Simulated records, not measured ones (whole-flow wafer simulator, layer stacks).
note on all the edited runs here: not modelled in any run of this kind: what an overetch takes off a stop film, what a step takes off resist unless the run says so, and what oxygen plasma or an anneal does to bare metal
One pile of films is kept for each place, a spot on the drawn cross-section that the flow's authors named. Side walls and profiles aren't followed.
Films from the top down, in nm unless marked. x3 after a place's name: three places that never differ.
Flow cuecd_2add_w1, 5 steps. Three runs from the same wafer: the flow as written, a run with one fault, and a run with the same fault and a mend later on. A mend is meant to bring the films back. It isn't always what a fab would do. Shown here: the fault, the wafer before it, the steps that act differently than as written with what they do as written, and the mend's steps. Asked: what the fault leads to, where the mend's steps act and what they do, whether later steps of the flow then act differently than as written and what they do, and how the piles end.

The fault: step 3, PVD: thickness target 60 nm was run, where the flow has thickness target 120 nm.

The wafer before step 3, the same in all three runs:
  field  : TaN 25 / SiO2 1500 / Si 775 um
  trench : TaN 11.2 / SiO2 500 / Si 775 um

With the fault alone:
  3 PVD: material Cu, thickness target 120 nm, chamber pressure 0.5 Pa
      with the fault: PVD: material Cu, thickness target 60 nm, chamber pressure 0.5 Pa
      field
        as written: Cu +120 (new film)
        with the fault: Cu +60 (new film)
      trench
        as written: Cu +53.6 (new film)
        with the fault: Cu +27.3 (new film)
  No later step of the flow acts differently than as written, at any place that is followed, by more than 2% or 0.5 nm, whichever is larger.
  At the end the piles differ from the flow's by more than 2% or 0.5 nm, whichever is larger, at field, trench.
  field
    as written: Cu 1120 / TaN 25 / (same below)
    with the fault: Cu 1060 / TaN 25 / (same below)
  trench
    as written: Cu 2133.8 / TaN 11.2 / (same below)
    with the fault: Cu 2073.8 / TaN 11.2 / (same below)

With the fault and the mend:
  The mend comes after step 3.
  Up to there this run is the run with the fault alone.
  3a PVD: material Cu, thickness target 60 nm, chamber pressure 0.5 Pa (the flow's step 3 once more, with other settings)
      field
        Cu +60
      trench
        Cu +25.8
  No later step of the flow acts differently than as written, at any place that is followed, by more than 2% or 0.5 nm, whichever is larger.
  At the end the piles are the same as the flow's at every place that both follow.
